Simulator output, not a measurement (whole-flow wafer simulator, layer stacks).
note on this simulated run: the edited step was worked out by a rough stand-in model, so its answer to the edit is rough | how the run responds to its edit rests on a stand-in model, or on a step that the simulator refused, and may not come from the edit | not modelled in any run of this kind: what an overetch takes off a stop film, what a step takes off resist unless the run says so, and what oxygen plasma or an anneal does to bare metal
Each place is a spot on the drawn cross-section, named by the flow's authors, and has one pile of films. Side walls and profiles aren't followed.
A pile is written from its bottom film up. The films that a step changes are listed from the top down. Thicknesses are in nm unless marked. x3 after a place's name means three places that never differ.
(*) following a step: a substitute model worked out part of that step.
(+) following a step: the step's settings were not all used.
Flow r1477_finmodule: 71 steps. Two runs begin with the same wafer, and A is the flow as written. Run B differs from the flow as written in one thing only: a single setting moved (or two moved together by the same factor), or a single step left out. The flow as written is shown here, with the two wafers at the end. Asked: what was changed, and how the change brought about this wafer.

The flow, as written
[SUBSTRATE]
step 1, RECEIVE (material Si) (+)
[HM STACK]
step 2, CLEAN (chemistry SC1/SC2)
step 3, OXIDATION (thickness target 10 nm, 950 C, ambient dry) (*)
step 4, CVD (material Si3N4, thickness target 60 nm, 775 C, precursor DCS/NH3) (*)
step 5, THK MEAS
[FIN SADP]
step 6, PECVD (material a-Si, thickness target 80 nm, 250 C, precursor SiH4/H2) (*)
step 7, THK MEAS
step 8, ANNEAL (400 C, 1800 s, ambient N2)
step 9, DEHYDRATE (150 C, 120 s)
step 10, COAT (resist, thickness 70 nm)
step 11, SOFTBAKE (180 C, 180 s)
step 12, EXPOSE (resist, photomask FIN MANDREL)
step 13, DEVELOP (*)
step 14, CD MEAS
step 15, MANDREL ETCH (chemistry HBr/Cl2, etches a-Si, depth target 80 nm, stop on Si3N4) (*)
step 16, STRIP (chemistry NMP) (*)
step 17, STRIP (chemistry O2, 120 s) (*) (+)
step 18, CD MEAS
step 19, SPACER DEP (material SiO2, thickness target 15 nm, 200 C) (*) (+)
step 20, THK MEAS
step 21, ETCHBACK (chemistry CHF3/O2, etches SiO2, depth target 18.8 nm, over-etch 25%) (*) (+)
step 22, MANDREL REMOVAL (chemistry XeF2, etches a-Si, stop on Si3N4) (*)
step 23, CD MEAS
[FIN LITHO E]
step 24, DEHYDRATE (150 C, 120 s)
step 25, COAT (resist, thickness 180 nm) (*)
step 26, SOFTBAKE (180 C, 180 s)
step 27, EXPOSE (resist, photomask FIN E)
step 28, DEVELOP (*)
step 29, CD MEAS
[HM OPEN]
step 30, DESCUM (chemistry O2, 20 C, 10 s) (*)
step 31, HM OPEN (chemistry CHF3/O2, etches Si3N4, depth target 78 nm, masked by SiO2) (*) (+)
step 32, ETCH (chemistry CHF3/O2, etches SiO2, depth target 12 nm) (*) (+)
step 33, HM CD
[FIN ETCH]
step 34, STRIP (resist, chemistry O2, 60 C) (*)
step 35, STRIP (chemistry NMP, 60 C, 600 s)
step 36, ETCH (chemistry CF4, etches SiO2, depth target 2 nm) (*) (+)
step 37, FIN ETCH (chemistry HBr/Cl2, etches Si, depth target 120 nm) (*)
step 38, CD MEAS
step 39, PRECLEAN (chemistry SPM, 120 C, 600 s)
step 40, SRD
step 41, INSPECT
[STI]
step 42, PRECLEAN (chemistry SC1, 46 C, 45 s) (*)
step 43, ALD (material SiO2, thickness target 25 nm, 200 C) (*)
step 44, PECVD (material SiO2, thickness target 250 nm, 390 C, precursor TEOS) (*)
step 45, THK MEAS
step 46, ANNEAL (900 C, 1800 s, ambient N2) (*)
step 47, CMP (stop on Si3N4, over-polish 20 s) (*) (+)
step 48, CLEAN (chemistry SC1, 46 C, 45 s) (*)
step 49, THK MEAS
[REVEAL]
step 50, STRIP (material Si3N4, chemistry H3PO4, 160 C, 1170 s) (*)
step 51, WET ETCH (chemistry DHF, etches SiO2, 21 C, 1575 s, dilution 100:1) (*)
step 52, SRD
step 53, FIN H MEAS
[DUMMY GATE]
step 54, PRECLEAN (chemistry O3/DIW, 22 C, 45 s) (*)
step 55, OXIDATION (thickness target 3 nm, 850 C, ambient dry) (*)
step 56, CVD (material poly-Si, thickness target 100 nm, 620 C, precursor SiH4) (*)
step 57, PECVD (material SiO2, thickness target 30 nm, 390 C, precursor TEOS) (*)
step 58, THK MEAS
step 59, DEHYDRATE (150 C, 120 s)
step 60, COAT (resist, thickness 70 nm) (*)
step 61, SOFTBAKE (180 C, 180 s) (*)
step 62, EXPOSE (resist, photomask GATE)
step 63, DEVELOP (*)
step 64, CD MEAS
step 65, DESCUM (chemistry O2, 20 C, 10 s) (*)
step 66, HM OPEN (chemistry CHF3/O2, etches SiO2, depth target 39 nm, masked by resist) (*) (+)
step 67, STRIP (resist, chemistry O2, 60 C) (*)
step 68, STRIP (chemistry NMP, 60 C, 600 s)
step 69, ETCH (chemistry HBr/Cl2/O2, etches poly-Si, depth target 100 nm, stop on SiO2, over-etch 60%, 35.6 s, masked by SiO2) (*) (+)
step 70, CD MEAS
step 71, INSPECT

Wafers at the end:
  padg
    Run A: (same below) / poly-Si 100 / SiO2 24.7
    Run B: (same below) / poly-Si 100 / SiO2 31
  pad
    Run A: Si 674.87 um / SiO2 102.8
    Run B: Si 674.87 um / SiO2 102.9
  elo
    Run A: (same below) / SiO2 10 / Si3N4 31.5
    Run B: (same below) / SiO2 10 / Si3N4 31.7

What caused this: step 57, PECVD: thickness target 36.3 nm was run, whereas the flow has thickness target 30 nm.

Step by step, how the change led to this:
  step 57, PECVD (material SiO2, thickness target 30 nm, 390 C, precursor TEOS) (*)
      pad, padg, elg and 33 more: A SiO2 gains 30 (new film) | B SiO2 gains 36.3 (new film)
  step 66, HM OPEN (chemistry CHF3/O2, etches SiO2, depth target 39 nm, masked by resist) (*) (+)
      pad, elo, eso and 15 more: A SiO2 loses 30 (all of it), poly-Si loses 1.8 | B SiO2 loses 36.3 (all of it), poly-Si loses 0.54
